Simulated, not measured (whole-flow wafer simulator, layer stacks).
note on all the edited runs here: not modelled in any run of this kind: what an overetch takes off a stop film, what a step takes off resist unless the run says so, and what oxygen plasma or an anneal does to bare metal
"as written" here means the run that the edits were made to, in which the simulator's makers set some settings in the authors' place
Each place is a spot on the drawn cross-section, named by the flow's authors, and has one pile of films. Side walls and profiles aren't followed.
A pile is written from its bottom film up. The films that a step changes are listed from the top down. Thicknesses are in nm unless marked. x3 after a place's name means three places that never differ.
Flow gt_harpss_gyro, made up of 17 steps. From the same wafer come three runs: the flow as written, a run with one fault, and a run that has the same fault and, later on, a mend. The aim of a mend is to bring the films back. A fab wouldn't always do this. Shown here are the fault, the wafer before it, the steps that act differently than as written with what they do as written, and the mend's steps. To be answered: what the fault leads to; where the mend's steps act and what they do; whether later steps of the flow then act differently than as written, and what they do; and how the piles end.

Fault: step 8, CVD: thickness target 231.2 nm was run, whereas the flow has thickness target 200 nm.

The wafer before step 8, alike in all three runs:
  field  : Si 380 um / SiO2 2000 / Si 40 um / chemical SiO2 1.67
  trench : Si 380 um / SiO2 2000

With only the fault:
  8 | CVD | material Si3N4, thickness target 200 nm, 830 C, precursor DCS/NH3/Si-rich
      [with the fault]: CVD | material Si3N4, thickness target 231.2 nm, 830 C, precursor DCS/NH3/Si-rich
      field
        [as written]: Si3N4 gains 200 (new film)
        [with the fault]: Si3N4 gains 231.2 (new film)
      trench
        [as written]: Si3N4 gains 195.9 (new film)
        [with the fault]: Si3N4 gains 226.3 (new film)
  None of the later steps of the flow acts differently than as written at any place that is followed.
  By the end, the piles at field, trench depart from the flow's by more than 2% or 0.5 nm, whichever is larger.
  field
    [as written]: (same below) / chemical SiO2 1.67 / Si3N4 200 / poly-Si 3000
    [with the fault]: (same below) / chemical SiO2 1.67 / Si3N4 231.2 / poly-Si 3000
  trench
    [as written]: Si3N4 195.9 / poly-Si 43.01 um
    [with the fault]: Si3N4 226.3 / poly-Si 43.01 um

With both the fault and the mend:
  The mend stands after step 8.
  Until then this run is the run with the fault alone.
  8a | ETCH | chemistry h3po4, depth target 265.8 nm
      field
        Si3N4 loses 231.2 (all of it)
      trench
        Si3N4 loses 226.3 (all of it)
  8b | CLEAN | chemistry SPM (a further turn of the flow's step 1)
      does not change any film at any place that is followed
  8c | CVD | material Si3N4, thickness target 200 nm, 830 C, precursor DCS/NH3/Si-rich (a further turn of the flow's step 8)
      field
        Si3N4 gains 200 (new film)
      trench
        Si3N4 gains 195.9 (new film)
  None of the later steps of the flow acts differently than as written at any place that is followed.
  The piles end the same as the flow's at every place that both follow.
